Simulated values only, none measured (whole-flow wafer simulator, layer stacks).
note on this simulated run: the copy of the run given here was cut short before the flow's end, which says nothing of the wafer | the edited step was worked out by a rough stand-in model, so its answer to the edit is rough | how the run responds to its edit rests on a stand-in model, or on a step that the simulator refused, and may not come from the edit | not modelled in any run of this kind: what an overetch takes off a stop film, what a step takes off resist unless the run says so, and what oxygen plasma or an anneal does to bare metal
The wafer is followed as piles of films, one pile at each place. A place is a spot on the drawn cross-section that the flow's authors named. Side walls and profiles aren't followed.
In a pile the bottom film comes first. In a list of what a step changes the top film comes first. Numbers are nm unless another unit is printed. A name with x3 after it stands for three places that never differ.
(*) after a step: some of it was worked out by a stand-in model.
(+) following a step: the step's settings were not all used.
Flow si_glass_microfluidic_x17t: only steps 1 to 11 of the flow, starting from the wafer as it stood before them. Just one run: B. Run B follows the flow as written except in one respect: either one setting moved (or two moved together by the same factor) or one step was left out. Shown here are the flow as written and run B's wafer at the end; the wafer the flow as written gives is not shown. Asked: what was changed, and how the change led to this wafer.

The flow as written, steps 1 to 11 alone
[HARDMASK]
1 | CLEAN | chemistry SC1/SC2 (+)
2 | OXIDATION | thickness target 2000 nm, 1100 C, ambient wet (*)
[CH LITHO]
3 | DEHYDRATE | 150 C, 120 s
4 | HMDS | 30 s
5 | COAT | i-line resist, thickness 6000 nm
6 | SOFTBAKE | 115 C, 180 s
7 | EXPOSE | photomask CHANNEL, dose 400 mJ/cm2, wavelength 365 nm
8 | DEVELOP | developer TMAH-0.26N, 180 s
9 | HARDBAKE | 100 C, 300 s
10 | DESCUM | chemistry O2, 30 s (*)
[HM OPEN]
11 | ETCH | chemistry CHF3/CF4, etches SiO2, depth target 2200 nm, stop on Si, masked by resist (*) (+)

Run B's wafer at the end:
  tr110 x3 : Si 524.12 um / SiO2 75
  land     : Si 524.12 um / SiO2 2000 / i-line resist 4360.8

Cause: step 11, ETCH: depth target 1925 nm was run, whereas the flow has depth target 2200 nm.

How this came from the change, step by step:
  11 | ETCH | chemistry CHF3/CF4, etches SiO2, depth target 2200 nm, stop on Si, masked by resist (*) (+)
      tr110 x3: SiO2 loses 1925 (as written it would have been: SiO2 loses 2000 (all of it))
      land: i-line resist loses 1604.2 (as written it would have been: i-line resist loses 1833.3)
